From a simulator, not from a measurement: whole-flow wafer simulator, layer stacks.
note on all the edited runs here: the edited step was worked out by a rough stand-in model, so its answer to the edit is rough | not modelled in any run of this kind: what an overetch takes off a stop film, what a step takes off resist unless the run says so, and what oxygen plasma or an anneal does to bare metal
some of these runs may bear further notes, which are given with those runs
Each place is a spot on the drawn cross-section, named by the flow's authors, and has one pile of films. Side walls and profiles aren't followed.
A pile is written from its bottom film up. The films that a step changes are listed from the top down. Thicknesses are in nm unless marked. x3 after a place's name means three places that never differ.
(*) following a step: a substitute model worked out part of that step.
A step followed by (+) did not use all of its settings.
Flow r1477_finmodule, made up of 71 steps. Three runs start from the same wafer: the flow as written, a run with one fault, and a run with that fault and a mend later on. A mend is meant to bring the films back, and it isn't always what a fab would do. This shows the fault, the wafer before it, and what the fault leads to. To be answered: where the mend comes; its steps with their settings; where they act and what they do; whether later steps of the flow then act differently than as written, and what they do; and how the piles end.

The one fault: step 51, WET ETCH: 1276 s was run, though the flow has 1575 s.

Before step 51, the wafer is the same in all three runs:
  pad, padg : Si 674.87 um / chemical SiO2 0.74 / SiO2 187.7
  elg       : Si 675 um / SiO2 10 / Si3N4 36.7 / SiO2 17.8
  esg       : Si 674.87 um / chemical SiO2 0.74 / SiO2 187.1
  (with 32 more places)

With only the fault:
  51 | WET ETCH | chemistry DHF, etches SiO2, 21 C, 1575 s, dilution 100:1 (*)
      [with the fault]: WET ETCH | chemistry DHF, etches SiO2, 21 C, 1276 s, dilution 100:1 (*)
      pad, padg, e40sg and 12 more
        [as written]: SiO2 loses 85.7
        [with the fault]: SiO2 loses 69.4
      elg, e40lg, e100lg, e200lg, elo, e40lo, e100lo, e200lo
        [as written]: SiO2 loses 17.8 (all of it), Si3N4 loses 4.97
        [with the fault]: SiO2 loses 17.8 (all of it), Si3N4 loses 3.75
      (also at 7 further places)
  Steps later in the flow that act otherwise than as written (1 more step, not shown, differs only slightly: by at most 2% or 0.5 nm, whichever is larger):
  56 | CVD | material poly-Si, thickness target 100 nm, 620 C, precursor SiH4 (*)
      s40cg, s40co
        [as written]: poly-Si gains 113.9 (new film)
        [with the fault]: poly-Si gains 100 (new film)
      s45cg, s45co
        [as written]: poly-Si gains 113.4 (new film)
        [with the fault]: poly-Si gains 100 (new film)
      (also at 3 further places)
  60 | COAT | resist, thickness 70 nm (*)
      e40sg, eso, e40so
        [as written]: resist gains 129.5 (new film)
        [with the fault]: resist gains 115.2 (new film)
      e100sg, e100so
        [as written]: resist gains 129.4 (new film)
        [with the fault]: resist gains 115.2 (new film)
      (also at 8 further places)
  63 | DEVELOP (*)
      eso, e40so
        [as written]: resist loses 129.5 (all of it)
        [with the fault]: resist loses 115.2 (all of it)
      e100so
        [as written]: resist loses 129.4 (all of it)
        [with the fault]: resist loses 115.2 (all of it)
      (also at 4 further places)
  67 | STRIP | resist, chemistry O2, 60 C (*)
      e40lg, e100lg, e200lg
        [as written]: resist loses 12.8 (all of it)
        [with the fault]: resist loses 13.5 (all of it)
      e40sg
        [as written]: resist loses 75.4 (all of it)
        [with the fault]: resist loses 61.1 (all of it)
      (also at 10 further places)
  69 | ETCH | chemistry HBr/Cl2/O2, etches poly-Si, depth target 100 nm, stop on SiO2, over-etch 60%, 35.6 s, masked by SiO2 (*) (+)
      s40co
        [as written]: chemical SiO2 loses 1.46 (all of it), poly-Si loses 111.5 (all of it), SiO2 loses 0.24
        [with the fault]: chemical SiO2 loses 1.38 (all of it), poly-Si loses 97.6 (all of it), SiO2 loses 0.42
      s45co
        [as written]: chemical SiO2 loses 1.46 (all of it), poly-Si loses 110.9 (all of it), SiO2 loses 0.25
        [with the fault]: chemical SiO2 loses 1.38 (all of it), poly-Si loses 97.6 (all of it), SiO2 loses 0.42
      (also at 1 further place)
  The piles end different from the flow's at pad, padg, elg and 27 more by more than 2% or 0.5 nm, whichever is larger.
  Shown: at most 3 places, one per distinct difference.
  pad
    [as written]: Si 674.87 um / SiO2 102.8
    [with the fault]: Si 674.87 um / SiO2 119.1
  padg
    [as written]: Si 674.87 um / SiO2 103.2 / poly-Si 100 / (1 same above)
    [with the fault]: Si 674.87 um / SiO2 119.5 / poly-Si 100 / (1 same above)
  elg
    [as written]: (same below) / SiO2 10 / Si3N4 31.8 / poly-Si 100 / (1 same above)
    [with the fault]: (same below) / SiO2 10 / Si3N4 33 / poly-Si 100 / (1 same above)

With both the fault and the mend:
  The mend follows step 51.
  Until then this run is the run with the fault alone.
  51a | WET ETCH | chemistry DHF, etches SiO2, 21 C, 299 s, dilution 100:1 (*) (a further turn of the flow's step 51, with different settings)
      pad, padg, e40sg and 12 more
        SiO2 loses 16.3
      elg, e40lg, e100lg, e200lg, elo, e40lo, e100lo, e200lo
        Si3N4 loses 1.3
      esg, s40cg, s45cg, s50cg, s40co, s45co, s50co
        SiO2 loses 15
  Every later step of the flow that is run acts as written, at every place that is followed, to within 2% or 0.5 nm, whichever is larger.
  When the end is reached, the piles differ only a little from the flow's at the places that both follow, at most by 2% or 0.5 nm, whichever is larger.
